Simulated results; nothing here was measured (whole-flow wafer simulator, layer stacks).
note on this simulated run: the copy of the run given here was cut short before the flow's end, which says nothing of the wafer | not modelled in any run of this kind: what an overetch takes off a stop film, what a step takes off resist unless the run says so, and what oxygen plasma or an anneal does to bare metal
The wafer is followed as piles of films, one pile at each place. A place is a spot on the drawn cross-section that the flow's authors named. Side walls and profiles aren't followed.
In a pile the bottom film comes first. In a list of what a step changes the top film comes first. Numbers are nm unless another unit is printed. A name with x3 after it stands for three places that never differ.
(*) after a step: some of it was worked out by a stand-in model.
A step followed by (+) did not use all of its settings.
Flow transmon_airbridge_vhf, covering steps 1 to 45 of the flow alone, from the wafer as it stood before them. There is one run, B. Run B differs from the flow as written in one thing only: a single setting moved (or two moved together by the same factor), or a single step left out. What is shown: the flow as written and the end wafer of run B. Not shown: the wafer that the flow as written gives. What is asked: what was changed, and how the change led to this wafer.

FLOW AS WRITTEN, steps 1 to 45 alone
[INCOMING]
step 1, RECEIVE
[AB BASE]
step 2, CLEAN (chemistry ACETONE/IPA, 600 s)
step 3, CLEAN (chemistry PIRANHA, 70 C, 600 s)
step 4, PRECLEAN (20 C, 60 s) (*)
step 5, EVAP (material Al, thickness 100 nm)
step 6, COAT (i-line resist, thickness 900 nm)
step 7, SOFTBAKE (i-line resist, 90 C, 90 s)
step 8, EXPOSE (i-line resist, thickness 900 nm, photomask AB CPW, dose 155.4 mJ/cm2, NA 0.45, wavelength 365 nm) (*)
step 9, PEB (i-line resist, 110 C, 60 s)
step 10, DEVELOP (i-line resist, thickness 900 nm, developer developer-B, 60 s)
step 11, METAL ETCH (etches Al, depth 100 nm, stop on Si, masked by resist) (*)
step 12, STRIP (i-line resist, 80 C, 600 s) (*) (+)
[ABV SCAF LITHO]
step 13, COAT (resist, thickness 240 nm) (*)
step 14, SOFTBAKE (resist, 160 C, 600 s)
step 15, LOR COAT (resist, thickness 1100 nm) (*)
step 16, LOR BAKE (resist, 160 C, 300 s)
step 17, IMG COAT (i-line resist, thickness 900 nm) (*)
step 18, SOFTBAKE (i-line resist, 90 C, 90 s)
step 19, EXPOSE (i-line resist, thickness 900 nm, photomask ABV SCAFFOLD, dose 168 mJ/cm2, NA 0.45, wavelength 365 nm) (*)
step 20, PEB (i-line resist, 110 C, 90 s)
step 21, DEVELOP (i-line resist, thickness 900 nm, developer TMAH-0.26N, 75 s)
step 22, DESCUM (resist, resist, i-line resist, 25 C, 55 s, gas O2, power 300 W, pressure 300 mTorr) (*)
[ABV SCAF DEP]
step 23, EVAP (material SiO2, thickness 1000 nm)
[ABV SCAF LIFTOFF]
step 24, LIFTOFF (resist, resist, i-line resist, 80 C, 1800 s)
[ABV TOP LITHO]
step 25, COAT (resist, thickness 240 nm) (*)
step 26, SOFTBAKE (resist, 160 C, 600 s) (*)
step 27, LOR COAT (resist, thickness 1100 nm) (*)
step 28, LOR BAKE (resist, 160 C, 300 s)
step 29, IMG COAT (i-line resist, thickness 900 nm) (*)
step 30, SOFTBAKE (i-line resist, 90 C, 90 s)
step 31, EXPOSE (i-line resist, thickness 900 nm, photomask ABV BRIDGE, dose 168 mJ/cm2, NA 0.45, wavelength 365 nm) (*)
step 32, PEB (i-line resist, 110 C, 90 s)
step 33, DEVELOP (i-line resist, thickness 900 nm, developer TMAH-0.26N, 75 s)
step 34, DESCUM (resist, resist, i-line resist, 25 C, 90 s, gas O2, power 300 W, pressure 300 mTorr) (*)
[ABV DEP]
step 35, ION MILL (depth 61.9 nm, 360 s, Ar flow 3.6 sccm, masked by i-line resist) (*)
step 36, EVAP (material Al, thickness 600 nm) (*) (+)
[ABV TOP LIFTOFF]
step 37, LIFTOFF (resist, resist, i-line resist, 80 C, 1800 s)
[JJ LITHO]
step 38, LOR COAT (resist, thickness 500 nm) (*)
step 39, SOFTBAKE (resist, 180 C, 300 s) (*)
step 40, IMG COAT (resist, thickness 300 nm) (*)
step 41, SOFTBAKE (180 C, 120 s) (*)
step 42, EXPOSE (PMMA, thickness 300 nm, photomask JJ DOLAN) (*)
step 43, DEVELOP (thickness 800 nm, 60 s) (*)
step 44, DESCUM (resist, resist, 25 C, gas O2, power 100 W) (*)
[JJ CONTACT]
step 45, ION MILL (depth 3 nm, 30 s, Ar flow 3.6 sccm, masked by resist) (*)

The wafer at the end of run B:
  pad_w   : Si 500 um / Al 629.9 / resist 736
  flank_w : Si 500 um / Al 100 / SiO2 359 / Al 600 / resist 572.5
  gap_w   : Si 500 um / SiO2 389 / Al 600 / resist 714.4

What caused this: step 23, EVAP: thickness 425 nm was run, though the flow has thickness 1000 nm.

How this came from the change, step by step:
  step 23, EVAP (material SiO2, thickness 1000 nm)
      field x3, jj_line, ground_far and 10 more: +425 SiO2 (new film) (in the flow as written it would be: +1000 SiO2 (new film))
      flank_w, flank_e: +395 SiO2 (new film) (in the flow as written it would be: +929.3 SiO2 (new film))
  step 24, LIFTOFF (resist, resist, i-line resist, 80 C, 1800 s)
      field x3, jj_line, trace_open_s x2: -425 SiO2 (all of it), -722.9 i-line resist (all of it), -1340 resist (all of it) (in the flow as written it would be: -1000 SiO2 (all of it), -722.9 i-line resist (all of it), -1340 resist (all of it))
      pad_w, pad_e: -425 SiO2 (all of it), -718 i-line resist (all of it), -1330.2 resist (all of it) (in the flow as written it would be: -1000 SiO2 (all of it), -718 i-line resist (all of it), -1330.2 resist (all of it))
      (as well as at 1 more place)
  step 25, COAT (resist, thickness 240 nm) (*)
      flank_w, flank_e: +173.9 resist (new film) (in the flow as written it would be: +152.6 resist (new film))
      gap_w, gap_e: +234.7 resist (new film) (in the flow as written it would be: +210.7 resist (new film))
      (as well as at 6 more places)
  step 27, LOR COAT (resist, thickness 1100 nm) (*)
      gap_w, gap_e: +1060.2 resist (in the flow as written it would be: +977.8 resist)
      margin_s, margin_n: +973.5 resist (in the flow as written it would be: +823.4 resist)
      (as well as at 6 more places)
  step 29, IMG COAT (i-line resist, thickness 900 nm) (*)
      gap_w, gap_e: +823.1 i-line resist (new film) (in the flow as written it would be: +681.7 i-line resist (new film))
      margin_s, margin_n: +782.7 i-line resist (new film) (in the flow as written it would be: +603.2 i-line resist (new film))
      (as well as at 7 more places)
  step 30, SOFTBAKE (i-line resist, 90 C, 90 s)
      flank_w, flank_e: -0.2 i-line resist (in the flow as written it would be: -0.73 i-line resist)
  step 32, PEB (i-line resist, 110 C, 90 s)
      pad_w, pad_e: -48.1 i-line resist (in the flow as written it would be: -51 i-line resist)
      flank_w, flank_e: -43.8 i-line resist (in the flow as written it would be: -38.3 i-line resist)
      (as well as at 7 more places)
  step 33, DEVELOP (i-line resist, thickness 900 nm, developer TMAH-0.26N, 75 s)
      gap_w, gap_e: -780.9 i-line resist (all of it), -1060.2 resist (in the flow as written it would be: -646.9 i-line resist (all of it), -977.8 resist)
      pad_w: -886.5 i-line resist (all of it), -1156.6 resist (in the flow as written it would be: -937.2 i-line resist (all of it), -1247.8 resist)
      (as well as at 5 more places)
  step 34, DESCUM (resist, resist, i-line resist, 25 C, 90 s, gas O2, power 300 W, pressure 300 mTorr) (*)
      flank_w, flank_e: -173.9 resist (all of it) (in the flow as written it would be: -152.6 resist (all of it))
      gap_w, gap_e: -234.7 resist (all of it) (in the flow as written it would be: -210.7 resist (all of it))
      (as well as at 4 more places)
  step 37, LIFTOFF (resist, resist, i-line resist, 80 C, 1800 s)
      margin_s, margin_n: -600 Al (all of it), -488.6 i-line resist (all of it), -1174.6 resist (all of it) (in the flow as written it would be: -600 Al (all of it), -318.3 i-line resist (all of it), -992 resist (all of it))
      ground_far: -600 Al (all of it), -646.3 i-line resist (all of it), -1362 resist (all of it) (in the flow as written it would be: -600 Al (all of it), -717.9 i-line resist (all of it), -1384.9 resist (all of it))
  step 38, LOR COAT (resist, thickness 500 nm) (*)
      pad_w, pad_e: +483.1 resist (new film) (in the flow as written it would be: +517 resist (new film))
      flank_w, flank_e: +374.5 resist (new film) (in the flow as written it would be: +306.5 resist (new film))
      (as well as at 6 more places)
  step 40, IMG COAT (resist, thickness 300 nm) (*)
      pad_w, pad_e: +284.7 resist (in the flow as written it would be: +300.1 resist)
      flank_w, flank_e: +229.7 resist (in the flow as written it would be: +212.1 resist)
      (as well as at 6 more places)
